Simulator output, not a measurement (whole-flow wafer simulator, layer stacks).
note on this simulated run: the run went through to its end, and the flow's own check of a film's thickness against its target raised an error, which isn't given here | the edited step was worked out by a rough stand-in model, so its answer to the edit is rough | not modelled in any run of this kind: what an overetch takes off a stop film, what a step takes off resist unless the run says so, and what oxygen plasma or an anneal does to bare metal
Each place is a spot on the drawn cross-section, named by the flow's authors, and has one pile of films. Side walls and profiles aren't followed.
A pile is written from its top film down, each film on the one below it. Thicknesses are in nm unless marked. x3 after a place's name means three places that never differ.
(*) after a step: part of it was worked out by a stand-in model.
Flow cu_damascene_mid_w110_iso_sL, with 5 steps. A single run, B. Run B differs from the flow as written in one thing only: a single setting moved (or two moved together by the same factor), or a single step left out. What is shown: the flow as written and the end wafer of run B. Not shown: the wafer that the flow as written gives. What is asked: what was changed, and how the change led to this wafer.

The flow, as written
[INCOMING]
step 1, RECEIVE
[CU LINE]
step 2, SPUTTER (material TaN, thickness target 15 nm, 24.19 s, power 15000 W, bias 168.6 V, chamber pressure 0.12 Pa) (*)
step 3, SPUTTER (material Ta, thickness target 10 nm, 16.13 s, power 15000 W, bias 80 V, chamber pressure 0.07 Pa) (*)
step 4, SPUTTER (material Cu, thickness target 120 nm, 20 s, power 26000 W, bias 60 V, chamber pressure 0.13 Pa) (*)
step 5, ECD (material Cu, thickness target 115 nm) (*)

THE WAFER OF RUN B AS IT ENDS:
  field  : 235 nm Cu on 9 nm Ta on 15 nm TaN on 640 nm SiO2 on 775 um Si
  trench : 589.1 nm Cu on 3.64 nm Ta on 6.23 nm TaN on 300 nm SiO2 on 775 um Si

What caused this: step 3, SPUTTER: thickness target 9 nm was run, while the flow as written has thickness target 10 nm; step 3, SPUTTER: 14.52 s was run, where the flow has 16.13 s.
The wafer lets one read it off: field has Ta 9, and step 3 as written asks for 10 nm.

How this came from the change, step by step:
  step 3, SPUTTER (material Ta, thickness target 10 nm, 16.13 s, power 15000 W, bias 80 V, chamber pressure 0.07 Pa) (*)
      field: +9 Ta (new film) (it would be, as written: +10 Ta (new film))
